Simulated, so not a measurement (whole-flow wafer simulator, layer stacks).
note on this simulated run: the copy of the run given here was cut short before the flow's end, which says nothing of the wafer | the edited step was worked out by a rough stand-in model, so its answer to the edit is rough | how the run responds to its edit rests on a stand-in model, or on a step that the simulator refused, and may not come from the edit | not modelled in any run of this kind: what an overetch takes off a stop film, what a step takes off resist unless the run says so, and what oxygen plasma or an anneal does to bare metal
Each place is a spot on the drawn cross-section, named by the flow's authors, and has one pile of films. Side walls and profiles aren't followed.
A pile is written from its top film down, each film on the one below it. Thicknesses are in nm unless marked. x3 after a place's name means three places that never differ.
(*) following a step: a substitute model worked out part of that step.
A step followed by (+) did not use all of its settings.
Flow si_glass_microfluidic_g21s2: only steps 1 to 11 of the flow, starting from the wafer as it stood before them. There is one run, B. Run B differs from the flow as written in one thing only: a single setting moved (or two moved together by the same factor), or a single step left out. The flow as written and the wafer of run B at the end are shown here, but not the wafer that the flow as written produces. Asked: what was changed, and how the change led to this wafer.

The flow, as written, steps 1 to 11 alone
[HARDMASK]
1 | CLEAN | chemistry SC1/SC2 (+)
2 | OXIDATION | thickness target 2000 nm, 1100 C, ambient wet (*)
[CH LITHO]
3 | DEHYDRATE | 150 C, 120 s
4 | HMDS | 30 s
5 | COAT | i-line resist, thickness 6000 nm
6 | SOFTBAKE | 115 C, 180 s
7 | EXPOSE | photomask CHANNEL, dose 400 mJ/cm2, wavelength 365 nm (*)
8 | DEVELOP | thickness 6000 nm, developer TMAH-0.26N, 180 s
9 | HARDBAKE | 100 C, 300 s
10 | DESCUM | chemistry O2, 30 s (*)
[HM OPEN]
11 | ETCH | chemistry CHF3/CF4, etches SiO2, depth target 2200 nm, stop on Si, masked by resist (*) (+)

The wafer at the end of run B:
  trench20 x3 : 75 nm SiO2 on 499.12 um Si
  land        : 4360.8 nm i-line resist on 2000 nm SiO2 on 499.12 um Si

The reason: step 11, ETCH: depth target 1925 nm was run, whereas the flow has depth target 2200 nm.

Step by step, how the change led to this:
  11 | ETCH | chemistry CHF3/CF4, etches SiO2, depth target 2200 nm, stop on Si, masked by resist (*) (+)
      trench20 x3: SiO2 loses 1925 (it would be, as written: SiO2 loses 2000 (all of it))
      land: i-line resist loses 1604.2 (it would be, as written: i-line resist loses 1833.3)
